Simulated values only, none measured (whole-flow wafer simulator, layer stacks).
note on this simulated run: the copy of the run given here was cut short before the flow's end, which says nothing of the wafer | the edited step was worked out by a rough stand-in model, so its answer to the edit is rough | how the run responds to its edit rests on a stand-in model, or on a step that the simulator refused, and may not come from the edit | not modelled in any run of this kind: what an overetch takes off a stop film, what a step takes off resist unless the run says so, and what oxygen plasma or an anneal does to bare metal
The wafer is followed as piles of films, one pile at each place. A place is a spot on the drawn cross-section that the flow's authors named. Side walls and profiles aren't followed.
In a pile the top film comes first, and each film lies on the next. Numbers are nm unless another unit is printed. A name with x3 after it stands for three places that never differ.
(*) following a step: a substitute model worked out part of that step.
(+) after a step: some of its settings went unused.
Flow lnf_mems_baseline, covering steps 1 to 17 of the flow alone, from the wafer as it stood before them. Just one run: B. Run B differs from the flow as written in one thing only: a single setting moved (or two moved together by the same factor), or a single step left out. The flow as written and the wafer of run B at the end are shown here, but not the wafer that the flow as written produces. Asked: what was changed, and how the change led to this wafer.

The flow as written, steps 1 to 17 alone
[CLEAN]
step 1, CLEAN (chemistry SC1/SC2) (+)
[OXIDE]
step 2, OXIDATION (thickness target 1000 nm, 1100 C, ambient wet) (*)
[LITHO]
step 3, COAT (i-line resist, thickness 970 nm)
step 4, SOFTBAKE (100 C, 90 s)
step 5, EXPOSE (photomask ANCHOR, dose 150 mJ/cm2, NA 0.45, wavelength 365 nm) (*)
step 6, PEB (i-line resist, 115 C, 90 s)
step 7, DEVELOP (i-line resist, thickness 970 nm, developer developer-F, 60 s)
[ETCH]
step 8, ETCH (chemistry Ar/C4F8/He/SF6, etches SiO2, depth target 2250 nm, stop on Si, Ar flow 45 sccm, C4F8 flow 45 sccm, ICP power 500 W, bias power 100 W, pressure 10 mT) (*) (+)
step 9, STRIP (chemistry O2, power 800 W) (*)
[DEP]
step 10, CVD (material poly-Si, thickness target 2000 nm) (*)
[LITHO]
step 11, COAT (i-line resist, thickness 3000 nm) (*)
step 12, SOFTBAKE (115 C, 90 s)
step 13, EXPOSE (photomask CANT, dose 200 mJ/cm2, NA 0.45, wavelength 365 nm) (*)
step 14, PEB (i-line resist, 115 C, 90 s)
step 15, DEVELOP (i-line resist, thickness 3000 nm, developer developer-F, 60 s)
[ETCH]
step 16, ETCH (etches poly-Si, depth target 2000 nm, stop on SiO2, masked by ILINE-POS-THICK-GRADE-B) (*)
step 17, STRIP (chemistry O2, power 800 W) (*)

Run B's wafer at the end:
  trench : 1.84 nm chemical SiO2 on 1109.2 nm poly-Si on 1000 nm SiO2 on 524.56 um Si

The reason: step 16, ETCH: depth target 890 nm was run, while the flow as written has depth target 2000 nm.

Step by step, how the change led to this:
  step 16, ETCH (etches poly-Si, depth target 2000 nm, stop on SiO2, masked by ILINE-POS-THICK-GRADE-B) (*)
      trench, char_slit: -890 poly-Si (it would be, as written: -2000 poly-Si (all of it))
      field, anchor, beam: -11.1 i-line resist (it would be, as written: -25 i-line resist)
  step 17, STRIP (chemistry O2, power 800 W) (*)
      trench, char_slit: +1.84 chemical SiO2 (new film), -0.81 poly-Si (it would be, as written: nothing)
